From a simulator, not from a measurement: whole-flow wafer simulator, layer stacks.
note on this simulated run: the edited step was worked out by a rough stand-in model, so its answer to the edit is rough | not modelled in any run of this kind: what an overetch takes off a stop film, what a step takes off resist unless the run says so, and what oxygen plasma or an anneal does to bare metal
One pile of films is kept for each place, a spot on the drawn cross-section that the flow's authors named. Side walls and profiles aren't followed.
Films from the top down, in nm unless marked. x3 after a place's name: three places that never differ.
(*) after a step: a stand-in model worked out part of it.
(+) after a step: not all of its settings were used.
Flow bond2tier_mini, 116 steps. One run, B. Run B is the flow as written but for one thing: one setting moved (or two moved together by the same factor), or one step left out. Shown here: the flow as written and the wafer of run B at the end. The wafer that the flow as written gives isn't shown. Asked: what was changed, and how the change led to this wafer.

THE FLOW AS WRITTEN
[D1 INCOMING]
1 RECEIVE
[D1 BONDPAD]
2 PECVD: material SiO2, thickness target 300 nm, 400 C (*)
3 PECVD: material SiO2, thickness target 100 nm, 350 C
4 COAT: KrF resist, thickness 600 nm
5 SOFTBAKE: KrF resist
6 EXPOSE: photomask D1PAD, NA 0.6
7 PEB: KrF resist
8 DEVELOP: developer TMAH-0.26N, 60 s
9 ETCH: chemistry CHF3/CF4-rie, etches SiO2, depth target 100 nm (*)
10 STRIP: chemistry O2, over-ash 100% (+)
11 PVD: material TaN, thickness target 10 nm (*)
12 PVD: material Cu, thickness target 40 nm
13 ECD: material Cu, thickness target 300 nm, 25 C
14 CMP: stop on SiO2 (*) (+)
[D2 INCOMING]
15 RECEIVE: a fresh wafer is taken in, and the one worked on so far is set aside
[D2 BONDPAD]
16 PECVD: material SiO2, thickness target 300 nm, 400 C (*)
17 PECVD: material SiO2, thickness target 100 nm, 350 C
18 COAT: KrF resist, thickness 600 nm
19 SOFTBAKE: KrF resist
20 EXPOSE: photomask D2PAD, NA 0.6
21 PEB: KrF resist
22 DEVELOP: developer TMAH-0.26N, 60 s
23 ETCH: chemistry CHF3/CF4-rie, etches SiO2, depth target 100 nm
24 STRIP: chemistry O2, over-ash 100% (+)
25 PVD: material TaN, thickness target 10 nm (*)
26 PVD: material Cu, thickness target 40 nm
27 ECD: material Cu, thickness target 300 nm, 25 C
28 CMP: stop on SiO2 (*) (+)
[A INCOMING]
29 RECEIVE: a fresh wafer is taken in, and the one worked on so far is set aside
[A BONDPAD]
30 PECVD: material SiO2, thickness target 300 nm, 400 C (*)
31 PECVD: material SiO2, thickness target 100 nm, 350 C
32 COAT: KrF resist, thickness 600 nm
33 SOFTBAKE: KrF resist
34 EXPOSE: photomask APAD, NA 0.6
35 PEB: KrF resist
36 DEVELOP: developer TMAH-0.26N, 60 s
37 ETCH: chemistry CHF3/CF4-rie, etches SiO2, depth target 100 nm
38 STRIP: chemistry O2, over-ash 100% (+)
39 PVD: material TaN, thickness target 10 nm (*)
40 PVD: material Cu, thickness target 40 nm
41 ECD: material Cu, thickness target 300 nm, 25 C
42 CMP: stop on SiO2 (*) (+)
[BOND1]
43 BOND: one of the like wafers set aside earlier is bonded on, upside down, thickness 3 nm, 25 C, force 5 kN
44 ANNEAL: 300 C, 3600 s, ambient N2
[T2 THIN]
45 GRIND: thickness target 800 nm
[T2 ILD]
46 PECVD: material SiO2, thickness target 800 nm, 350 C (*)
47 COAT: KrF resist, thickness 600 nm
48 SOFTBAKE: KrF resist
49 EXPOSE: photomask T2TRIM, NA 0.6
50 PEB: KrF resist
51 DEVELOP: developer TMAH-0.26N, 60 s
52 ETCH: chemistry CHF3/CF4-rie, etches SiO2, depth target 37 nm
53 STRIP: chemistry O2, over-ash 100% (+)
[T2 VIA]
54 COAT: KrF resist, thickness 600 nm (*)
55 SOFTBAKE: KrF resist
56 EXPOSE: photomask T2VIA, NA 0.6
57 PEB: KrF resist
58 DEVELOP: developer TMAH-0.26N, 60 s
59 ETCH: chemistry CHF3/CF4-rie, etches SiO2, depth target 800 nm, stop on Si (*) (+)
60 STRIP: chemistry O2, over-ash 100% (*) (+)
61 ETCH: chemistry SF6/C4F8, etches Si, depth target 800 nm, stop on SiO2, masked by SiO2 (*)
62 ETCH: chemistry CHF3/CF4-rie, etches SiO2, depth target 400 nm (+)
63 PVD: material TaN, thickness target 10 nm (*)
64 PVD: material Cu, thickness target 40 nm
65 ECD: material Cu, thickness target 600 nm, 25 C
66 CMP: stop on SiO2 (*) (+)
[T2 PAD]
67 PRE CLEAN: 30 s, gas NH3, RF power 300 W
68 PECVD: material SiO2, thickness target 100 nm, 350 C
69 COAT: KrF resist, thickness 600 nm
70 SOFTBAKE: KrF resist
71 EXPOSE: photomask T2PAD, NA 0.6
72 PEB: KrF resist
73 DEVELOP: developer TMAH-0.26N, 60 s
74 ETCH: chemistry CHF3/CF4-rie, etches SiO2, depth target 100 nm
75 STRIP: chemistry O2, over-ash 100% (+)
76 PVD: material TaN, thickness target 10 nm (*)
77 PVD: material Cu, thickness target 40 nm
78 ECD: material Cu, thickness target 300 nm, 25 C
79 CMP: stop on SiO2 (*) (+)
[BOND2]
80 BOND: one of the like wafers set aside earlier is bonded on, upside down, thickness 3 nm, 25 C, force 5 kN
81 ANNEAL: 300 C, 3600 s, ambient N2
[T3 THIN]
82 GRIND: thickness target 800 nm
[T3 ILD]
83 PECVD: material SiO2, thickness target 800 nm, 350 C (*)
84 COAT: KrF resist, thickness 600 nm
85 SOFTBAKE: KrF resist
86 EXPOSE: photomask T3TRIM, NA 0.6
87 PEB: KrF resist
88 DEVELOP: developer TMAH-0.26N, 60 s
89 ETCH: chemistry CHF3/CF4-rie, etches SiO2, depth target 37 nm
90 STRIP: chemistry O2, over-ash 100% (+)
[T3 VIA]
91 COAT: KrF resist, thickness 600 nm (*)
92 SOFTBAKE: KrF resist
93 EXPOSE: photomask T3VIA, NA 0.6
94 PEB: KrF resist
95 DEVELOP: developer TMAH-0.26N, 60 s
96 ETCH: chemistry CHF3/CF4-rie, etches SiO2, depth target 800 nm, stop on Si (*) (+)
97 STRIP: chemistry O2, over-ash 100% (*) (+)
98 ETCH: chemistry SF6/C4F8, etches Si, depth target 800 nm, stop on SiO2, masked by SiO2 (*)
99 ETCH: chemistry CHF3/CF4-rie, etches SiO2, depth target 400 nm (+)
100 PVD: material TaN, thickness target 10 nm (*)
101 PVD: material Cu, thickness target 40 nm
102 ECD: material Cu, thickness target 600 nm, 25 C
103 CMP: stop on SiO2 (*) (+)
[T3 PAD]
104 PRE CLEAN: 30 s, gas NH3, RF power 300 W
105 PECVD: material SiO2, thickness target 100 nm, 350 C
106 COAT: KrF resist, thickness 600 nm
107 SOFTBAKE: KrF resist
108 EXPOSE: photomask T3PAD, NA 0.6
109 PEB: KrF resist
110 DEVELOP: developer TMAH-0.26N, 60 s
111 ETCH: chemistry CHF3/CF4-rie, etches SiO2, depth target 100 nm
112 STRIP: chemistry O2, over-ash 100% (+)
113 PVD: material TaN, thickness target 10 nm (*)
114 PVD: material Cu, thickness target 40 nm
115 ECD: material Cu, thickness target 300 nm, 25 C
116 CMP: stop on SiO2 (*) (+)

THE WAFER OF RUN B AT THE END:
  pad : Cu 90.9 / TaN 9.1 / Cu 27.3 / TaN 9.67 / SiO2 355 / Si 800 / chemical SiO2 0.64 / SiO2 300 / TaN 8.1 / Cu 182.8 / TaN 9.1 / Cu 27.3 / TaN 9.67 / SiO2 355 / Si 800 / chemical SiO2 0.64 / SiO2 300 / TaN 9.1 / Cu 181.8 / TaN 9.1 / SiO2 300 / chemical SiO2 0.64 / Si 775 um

The cause: step 25, PVD: thickness target 8.9 nm was run, where the flow has thickness target 10 nm.

How the change led to this, step by step:
  25 PVD: material TaN, thickness target 10 nm (*)
      field: TaN +8.9 (new film) (as written it would be: TaN +10 (new film))
      pad: TaN +8.1 (new film) (as written it would be: TaN +9.1 (new film))
      (and at 1 more place)
  28 CMP: stop on SiO2 (*) (+)
      field: Cu -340 (all of it), TaN -8.9 (all of it) (as written it would be: Cu -340 (all of it), TaN -10 (all of it))
  80 BOND: one of the like wafers set aside earlier is bonded on, upside down, thickness 3 nm, 25 C, force 5 kN
      pad: Si +775 um (new film), chemical SiO2 +0.64 (new film), SiO2 +300 (new film), TaN +8.1 (new film), Cu +91.9 (as written it would be: Si +775 um (new film), chemical SiO2 +0.64 (new film), SiO2 +300 (new film), TaN +9.1 (new film), Cu +90.9)
